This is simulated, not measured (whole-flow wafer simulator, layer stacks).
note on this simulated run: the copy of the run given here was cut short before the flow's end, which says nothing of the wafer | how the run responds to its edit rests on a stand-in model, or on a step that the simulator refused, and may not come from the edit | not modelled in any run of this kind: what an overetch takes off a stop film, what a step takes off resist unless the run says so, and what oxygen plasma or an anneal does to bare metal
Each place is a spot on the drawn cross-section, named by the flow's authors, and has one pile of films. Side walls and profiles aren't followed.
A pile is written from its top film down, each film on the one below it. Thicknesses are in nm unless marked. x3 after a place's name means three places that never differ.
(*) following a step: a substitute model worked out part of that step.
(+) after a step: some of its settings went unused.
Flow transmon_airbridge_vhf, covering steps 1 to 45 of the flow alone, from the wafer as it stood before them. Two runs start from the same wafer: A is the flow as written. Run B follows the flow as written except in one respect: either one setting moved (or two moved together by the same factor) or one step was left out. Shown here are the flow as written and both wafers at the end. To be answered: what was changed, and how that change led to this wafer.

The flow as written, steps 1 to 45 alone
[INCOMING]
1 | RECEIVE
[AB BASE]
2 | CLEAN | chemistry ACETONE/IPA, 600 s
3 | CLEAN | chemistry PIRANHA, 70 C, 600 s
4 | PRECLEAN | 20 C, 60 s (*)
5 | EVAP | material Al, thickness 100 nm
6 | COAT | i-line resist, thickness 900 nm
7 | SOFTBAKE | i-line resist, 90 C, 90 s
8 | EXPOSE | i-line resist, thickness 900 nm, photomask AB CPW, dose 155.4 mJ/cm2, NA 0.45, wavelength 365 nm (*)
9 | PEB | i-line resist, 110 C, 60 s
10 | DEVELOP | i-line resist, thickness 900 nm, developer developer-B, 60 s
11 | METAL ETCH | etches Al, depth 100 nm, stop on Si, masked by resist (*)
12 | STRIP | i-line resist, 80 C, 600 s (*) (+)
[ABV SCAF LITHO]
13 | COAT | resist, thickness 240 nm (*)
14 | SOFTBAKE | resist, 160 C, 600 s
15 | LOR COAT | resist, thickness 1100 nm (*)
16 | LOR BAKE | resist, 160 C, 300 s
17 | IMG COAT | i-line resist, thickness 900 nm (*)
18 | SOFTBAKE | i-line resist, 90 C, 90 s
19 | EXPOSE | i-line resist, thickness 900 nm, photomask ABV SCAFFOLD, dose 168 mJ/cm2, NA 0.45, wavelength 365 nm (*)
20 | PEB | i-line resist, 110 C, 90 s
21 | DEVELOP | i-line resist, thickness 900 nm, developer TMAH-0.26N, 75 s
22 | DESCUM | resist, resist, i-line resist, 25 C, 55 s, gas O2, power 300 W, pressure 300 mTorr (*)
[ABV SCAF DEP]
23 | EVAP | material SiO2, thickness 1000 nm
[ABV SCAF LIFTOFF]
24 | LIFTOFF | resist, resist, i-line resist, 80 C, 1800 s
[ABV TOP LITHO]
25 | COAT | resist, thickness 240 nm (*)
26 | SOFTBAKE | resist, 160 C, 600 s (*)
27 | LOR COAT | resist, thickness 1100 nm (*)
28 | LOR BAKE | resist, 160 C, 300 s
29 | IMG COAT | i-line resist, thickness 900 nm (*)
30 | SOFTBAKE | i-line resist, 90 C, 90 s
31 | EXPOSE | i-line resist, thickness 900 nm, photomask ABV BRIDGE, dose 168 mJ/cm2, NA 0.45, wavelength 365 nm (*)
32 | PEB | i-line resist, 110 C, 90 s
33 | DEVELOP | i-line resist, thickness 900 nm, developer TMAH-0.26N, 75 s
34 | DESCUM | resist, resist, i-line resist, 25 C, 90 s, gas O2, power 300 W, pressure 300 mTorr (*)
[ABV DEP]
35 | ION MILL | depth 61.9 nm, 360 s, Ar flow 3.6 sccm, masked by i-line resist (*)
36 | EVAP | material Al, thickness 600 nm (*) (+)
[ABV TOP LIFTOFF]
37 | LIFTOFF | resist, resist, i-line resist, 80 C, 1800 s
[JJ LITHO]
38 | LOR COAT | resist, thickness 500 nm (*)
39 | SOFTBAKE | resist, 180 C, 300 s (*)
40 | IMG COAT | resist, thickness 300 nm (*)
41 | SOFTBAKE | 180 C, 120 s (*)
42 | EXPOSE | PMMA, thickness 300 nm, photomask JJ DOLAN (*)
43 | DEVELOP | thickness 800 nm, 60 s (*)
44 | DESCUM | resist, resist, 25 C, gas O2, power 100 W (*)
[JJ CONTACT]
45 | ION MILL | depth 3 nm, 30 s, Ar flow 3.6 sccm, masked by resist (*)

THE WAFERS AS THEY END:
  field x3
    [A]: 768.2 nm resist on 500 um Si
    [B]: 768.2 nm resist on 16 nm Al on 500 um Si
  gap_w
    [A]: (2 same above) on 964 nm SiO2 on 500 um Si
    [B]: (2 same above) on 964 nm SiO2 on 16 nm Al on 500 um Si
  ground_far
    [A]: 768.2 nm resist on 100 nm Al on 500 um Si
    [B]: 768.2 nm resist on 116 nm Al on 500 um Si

The reason: step 5, EVAP: thickness 116 nm was run, while the flow as written has thickness 100 nm.
The wafer itself shows it: ground_far has Al 116, and step 5 as written asks for 100 nm.

Step by step, how the change led to this:
  5 | EVAP | material Al, thickness 100 nm
      field x3, jj_line, ground_far and 12 more: A +100 Al (new film) | B +116 Al (new film)
  11 | METAL ETCH | etches Al, depth 100 nm, stop on Si, masked by resist (*)
      field x3, jj_line, gap_w, gap_e: A -100 Al (all of it) | B -100 Al
  45 | ION MILL | depth 3 nm, 30 s, Ar flow 3.6 sccm, masked by resist (*)
      jj_line: A -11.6 Si | B -16 Al (all of it), -2.62 Si
With metal films that touch counted as one body, field x3 has 1 body; the flow as written gives 0 bodies.
With metal films that touch counted as one body, gap_w has 2 bodies (between them, from the top down: SiO2 964); the flow as written gives 1 body.
